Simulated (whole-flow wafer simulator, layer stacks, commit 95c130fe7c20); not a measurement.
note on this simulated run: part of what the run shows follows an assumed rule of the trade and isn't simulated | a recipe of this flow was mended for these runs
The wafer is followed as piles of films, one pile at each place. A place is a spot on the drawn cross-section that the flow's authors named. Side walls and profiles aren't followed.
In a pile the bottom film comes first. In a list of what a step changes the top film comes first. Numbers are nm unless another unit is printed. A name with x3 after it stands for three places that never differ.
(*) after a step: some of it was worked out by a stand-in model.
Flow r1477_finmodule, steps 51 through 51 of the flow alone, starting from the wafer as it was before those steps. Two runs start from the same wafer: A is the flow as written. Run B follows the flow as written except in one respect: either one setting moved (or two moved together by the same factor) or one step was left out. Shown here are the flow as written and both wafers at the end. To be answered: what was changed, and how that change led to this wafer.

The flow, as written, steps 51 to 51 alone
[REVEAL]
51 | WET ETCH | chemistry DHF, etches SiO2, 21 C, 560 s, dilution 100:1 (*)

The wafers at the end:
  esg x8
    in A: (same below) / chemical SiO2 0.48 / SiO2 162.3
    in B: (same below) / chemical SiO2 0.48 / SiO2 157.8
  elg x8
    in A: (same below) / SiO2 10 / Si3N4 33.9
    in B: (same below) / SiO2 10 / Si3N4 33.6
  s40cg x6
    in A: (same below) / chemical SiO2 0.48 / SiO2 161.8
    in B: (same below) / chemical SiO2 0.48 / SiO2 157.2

What caused this: step 51, WET ETCH: 650 s was run, whereas the flow has 560 s.

How this came from the change, step by step:
  51 | WET ETCH | chemistry DHF, etches SiO2, 21 C, 560 s, dilution 100:1 (*)
      esg x8, s40cg x6, s40sg x6: A SiO2 loses 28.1 | B SiO2 loses 32.6
      pad x2: A SiO2 loses 30.5 | B SiO2 loses 35.4
